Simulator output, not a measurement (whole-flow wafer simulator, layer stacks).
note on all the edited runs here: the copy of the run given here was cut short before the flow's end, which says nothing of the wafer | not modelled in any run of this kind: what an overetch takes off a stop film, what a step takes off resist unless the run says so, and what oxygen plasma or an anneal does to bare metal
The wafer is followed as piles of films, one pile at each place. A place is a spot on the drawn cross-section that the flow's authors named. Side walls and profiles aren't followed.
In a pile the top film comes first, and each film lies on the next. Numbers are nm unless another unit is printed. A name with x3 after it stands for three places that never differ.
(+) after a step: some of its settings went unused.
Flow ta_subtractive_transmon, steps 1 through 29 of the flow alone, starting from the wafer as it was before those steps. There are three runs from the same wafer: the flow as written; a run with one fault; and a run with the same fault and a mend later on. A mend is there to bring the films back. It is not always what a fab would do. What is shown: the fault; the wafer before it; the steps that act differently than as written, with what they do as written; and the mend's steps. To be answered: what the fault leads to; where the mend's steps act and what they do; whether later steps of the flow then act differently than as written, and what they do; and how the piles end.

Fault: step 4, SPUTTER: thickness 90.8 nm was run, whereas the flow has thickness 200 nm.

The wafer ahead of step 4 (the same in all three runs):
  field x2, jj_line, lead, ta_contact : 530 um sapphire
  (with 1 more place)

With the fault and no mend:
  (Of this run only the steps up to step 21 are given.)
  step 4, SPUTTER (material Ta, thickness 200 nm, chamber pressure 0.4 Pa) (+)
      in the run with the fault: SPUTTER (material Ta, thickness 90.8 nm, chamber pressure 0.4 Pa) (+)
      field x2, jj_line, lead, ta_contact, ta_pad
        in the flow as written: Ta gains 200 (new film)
        in the run with the fault: Ta gains 90.8 (new film)
  Steps further on in the flow that do not act as written:
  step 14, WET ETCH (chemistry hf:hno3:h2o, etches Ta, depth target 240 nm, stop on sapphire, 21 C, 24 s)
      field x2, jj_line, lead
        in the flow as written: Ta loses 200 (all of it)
        in the run with the fault: Ta loses 90.8 (all of it)
  Once step 21 is done, the piles at ta_contact, ta_pad depart from the flow's by more than 2% or 0.5 nm, whichever is larger.
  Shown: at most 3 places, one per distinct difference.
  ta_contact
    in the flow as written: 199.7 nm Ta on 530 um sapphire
    in the run with the fault: 90.5 nm Ta on 530 um sapphire

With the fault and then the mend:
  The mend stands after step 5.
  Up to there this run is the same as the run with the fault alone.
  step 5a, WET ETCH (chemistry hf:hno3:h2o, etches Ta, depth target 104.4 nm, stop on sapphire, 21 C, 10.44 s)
      field x2, jj_line, lead, ta_contact, ta_pad
        Ta loses 90.8 (all of it)
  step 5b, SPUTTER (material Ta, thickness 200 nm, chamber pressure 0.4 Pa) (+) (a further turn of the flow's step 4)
      field x2, jj_line, lead, ta_contact, ta_pad
        Ta gains 200 (new film)
  None of the later steps of the flow acts differently than as written at any place that is followed.
  By the end, the piles equal the flow's at every place that both follow.
